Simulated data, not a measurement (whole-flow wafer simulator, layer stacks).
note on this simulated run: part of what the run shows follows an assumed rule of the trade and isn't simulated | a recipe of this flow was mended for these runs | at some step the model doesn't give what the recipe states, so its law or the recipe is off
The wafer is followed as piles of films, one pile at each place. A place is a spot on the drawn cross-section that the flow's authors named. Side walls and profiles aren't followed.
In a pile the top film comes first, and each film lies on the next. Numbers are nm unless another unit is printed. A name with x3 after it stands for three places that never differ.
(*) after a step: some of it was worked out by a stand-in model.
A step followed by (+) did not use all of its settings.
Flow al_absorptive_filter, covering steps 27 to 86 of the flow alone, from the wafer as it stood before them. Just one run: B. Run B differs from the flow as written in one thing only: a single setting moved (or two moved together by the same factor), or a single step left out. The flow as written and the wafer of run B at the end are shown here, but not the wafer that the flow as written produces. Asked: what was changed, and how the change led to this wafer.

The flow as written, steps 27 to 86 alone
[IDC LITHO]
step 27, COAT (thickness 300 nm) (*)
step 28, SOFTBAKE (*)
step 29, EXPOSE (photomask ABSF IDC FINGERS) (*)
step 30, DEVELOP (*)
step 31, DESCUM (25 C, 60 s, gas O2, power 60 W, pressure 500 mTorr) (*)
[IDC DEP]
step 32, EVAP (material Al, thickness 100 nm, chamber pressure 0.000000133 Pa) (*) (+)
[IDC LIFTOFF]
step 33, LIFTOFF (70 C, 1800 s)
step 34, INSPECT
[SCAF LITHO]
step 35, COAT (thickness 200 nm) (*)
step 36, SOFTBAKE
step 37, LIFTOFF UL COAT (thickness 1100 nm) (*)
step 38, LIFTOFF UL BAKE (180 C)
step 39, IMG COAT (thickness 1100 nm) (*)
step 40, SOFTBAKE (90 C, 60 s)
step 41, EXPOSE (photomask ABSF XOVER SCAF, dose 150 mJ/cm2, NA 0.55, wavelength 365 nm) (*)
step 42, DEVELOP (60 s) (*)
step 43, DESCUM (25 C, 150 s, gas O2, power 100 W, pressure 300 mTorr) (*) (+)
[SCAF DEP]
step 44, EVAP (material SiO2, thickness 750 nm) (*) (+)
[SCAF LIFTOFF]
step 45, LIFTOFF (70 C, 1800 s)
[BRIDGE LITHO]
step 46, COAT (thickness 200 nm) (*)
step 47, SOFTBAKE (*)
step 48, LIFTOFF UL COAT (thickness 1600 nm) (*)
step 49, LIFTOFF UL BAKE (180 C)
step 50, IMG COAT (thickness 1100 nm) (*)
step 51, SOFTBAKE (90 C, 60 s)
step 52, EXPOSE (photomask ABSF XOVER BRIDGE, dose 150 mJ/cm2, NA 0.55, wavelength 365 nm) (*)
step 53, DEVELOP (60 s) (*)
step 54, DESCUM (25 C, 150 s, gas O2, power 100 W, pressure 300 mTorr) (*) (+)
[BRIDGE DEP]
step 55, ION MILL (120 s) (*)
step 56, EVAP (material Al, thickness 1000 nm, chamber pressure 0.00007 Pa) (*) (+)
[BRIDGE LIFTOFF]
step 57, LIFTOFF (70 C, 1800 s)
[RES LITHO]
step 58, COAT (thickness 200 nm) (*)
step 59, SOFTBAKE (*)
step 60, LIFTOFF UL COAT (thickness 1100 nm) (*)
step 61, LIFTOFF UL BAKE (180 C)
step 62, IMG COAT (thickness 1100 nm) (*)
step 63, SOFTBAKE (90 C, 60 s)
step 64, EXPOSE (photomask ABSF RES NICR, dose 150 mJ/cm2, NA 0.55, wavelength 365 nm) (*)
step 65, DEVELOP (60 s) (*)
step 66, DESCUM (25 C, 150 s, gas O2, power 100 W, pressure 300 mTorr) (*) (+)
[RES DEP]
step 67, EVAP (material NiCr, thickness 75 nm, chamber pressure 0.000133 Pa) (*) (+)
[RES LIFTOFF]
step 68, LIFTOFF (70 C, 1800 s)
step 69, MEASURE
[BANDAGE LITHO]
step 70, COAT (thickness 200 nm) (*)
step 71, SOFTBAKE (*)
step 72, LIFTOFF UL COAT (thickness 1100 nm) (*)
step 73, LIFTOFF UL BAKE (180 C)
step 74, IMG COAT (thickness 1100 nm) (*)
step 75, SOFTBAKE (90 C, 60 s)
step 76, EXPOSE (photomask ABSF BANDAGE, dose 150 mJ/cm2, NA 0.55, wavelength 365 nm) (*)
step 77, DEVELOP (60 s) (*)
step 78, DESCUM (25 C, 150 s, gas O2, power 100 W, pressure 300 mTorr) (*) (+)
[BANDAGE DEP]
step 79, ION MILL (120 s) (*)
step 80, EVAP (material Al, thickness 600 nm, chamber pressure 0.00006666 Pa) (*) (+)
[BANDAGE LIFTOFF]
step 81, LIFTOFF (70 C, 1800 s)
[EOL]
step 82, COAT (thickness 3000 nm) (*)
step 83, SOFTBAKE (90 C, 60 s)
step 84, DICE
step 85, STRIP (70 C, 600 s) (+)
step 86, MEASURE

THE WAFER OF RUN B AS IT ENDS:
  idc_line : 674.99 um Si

The reason: step 30, DEVELOP (*), was skipped.

The path from the change to this, step by step:
  step 31, DESCUM (25 C, 60 s, gas O2, power 60 W, pressure 500 mTorr) (*)
      idc_line: -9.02 e-beam-resist (as written it would have been: +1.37 chemical SiO2 (new film), -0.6 Si)
  step 33, LIFTOFF (70 C, 1800 s)
      idc_line: -100 Al (all of it), -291 e-beam-resist (all of it) (as written it would have been: nothing)
  step 35, COAT (thickness 200 nm) (*)
      idc_line: +200 acrylic-e-beam-resist (new film) (as written it would have been: +125.3 acrylic-e-beam-resist (new film))
      idc_space: +200 acrylic-e-beam-resist (new film) (as written it would have been: +228.2 acrylic-e-beam-resist (new film))
  step 45, LIFTOFF (70 C, 1800 s)
      idc_line: -750 SiO2 (all of it), -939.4 i-line-resist (all of it), -1100 lift-off-underlayer (all of it), -200 acrylic-e-beam-resist (all of it) (as written it would have been: -750 SiO2 (all of it), -939.2 i-line-resist (all of it), -1090 lift-off-underlayer (all of it), -125.3 acrylic-e-beam-resist (all of it))
      idc_space: -750 SiO2 (all of it), -939.4 i-line-resist (all of it), -1100 lift-off-underlayer (all of it), -200 acrylic-e-beam-resist (all of it) (as written it would have been: -750 SiO2 (all of it), -939.1 i-line-resist (all of it), -1087.8 lift-off-underlayer (all of it), -228.2 acrylic-e-beam-resist (all of it))
  step 46, COAT (thickness 200 nm) (*)
      idc_line: +200 acrylic-e-beam-resist (new film) (as written it would have been: +129.8 acrylic-e-beam-resist (new film))
      idc_space: +200 acrylic-e-beam-resist (new film) (as written it would have been: +229.8 acrylic-e-beam-resist (new film))
  step 57, LIFTOFF (70 C, 1800 s)
      idc_line: -1000 Al (all of it), -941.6 i-line-resist (all of it), -1600 lift-off-underlayer (all of it), -200 acrylic-e-beam-resist (all of it) (as written it would have been: -1000 Al (all of it), -941.5 i-line-resist (all of it), -1586.1 lift-off-underlayer (all of it), -129.8 acrylic-e-beam-resist (all of it))
      idc_space: -1000 Al (all of it), -941.6 i-line-resist (all of it), -1600 lift-off-underlayer (all of it), -200 acrylic-e-beam-resist (all of it) (as written it would have been: -1000 Al (all of it), -941.5 i-line-resist (all of it), -1586.9 lift-off-underlayer (all of it), -229.8 acrylic-e-beam-resist (all of it))
  step 58, COAT (thickness 200 nm) (*)
      idc_line: +200 acrylic-e-beam-resist (new film) (as written it would have been: +129.8 acrylic-e-beam-resist (new film))
      idc_space: +200 acrylic-e-beam-resist (new film) (as written it would have been: +229.8 acrylic-e-beam-resist (new film))
  step 68, LIFTOFF (70 C, 1800 s)
      idc_line: -75 NiCr (all of it), -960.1 i-line-resist (all of it), -1100 lift-off-underlayer (all of it), -200 acrylic-e-beam-resist (all of it) (as written it would have been: -75 NiCr (all of it), -959.8 i-line-resist (all of it), -1086.6 lift-off-underlayer (all of it), -129.8 acrylic-e-beam-resist (all of it))
      idc_space: -75 NiCr (all of it), -960.1 i-line-resist (all of it), -1100 lift-off-underlayer (all of it), -200 acrylic-e-beam-resist (all of it) (as written it would have been: -75 NiCr (all of it), -959.8 i-line-resist (all of it), -1087.4 lift-off-underlayer (all of it), -229.8 acrylic-e-beam-resist (all of it))
  step 70, COAT (thickness 200 nm) (*)
      idc_line: +200 acrylic-e-beam-resist (new film) (as written it would have been: +129.8 acrylic-e-beam-resist (new film))
      idc_space: +200 acrylic-e-beam-resist (new film) (as written it would have been: +229.8 acrylic-e-beam-resist (new film))
  step 81, LIFTOFF (70 C, 1800 s)
      idc_line: -600 Al (all of it), -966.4 i-line-resist (all of it), -1100 lift-off-underlayer (all of it), -200 acrylic-e-beam-resist (all of it) (as written it would have been: -600 Al (all of it), -966.1 i-line-resist (all of it), -1086.6 lift-off-underlayer (all of it), -129.8 acrylic-e-beam-resist (all of it))
      idc_space: -600 Al (all of it), -966.4 i-line-resist (all of it), -1100 lift-off-underlayer (all of it), -200 acrylic-e-beam-resist (all of it) (as written it would have been: -600 Al (all of it), -966.1 i-line-resist (all of it), -1087.4 lift-off-underlayer (all of it), -229.8 acrylic-e-beam-resist (all of it))
  step 82, COAT (thickness 3000 nm) (*)
      idc_line: +3000 i-line-resist (new film) (as written it would have been: +2901.8 i-line-resist (new film))
  step 83, SOFTBAKE (90 C, 60 s)
      idc_line, idc_space: nothing (as written it would have been: -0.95 i-line-resist)
  step 85, STRIP (70 C, 600 s) (+)
      idc_line: -3000 i-line-resist (all of it) (as written it would have been: -2900.9 i-line-resist (all of it))
Taking metal films that touch as one body, idc_line has 0 bodies; the flow as written gives 1 body.
